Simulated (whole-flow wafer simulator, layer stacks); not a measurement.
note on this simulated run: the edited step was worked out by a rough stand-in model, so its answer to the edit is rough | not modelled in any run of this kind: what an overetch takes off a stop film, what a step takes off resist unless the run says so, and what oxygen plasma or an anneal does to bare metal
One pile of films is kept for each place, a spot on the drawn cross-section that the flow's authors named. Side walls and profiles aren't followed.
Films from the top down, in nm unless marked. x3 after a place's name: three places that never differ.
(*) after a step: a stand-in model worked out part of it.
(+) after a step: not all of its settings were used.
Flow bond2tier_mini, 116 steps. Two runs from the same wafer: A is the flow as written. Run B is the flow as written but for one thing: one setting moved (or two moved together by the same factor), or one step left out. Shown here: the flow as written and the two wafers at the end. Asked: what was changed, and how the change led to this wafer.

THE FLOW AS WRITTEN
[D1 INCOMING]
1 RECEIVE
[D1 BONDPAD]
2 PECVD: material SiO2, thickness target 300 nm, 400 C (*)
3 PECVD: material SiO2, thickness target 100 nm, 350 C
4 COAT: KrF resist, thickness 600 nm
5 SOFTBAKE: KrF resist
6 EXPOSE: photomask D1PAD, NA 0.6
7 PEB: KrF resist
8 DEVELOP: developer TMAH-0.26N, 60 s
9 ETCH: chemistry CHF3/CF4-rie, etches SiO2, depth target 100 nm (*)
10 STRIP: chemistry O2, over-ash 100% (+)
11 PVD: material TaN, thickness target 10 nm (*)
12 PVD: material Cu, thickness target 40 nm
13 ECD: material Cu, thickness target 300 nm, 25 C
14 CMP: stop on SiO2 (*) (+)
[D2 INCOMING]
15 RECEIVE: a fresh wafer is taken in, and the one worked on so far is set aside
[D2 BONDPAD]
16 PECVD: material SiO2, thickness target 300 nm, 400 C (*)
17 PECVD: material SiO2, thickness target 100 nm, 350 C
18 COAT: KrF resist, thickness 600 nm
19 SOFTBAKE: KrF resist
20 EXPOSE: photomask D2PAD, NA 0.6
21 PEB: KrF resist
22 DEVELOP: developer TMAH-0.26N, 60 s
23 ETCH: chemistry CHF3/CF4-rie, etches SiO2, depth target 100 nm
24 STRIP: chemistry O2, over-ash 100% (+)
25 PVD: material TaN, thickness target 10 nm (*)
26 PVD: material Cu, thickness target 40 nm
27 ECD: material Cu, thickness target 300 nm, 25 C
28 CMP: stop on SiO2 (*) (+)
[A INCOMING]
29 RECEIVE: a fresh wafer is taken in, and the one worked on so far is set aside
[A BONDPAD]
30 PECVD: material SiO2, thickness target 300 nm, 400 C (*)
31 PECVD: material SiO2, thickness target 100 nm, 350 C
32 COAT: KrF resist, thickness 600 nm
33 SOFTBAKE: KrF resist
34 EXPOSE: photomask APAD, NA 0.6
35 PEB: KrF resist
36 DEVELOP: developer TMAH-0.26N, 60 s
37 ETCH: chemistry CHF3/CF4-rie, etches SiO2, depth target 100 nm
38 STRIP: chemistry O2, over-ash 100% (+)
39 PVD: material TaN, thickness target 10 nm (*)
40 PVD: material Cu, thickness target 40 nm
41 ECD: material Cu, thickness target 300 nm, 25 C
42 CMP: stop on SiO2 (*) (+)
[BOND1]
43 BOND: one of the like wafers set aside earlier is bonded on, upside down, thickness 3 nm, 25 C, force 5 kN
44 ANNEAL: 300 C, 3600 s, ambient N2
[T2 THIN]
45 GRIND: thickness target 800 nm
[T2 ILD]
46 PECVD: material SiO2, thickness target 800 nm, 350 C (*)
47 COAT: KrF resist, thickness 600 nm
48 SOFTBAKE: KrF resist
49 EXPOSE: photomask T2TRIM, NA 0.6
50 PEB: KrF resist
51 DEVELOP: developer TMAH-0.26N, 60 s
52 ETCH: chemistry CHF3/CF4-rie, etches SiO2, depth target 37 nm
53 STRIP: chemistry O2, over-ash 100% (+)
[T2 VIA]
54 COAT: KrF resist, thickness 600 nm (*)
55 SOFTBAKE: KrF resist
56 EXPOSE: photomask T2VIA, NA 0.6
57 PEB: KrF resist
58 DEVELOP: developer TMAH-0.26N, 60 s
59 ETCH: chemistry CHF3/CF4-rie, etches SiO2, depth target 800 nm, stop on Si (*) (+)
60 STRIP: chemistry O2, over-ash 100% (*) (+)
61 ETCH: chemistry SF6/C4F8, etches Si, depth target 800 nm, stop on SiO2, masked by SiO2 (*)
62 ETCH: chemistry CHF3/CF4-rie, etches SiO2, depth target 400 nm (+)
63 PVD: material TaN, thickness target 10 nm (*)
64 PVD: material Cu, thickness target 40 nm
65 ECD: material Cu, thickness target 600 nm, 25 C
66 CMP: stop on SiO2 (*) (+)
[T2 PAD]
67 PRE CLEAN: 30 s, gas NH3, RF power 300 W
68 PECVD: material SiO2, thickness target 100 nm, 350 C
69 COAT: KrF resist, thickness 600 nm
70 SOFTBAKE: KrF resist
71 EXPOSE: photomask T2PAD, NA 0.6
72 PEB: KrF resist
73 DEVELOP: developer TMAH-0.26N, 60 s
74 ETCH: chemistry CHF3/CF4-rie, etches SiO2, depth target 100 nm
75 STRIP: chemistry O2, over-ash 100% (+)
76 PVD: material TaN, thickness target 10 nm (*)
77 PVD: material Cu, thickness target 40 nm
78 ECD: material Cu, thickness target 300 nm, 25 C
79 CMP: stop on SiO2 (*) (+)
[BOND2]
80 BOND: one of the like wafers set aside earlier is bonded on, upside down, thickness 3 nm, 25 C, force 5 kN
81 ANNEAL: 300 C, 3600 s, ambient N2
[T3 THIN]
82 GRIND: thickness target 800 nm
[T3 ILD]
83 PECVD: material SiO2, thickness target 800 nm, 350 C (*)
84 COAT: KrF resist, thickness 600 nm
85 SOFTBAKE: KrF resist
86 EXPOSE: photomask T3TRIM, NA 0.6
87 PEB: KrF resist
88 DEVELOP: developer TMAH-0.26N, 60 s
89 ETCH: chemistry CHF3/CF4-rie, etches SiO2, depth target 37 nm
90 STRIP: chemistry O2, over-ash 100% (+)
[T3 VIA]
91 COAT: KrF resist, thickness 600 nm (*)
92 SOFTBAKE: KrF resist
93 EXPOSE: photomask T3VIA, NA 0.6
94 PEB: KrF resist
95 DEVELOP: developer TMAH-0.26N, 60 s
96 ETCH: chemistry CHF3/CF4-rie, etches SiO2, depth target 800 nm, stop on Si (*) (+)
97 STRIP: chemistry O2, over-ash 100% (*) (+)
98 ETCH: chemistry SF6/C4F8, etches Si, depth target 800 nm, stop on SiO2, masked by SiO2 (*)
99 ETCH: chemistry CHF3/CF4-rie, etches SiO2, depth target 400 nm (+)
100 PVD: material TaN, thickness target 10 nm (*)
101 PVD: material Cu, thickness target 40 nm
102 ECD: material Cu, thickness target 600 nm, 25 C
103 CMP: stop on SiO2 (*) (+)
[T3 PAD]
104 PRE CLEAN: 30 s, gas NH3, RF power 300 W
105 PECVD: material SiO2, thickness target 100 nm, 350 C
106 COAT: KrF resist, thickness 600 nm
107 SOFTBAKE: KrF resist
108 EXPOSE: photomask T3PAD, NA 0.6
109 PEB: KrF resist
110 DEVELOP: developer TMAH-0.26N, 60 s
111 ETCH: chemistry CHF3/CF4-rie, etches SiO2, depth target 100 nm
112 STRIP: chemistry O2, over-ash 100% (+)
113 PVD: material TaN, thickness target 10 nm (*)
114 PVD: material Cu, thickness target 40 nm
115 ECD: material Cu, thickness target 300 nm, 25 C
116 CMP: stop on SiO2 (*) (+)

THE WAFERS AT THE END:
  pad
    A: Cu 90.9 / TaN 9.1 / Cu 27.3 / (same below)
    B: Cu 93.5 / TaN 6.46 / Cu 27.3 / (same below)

The cause: step 113, PVD: thickness target 7.1 nm was run, where the flow has thickness target 10 nm.

How the change led to this, step by step:
  113 PVD: material TaN, thickness target 10 nm (*)
      field: A TaN +10 (new film) | B TaN +7.1 (new film)
      pad: A TaN +9.1 (new film) | B TaN +6.46 (new film)
  116 CMP: stop on SiO2 (*) (+)
      field: A Cu -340 (all of it), TaN -10 (all of it) | B Cu -340 (all of it), TaN -7.1 (all of it)
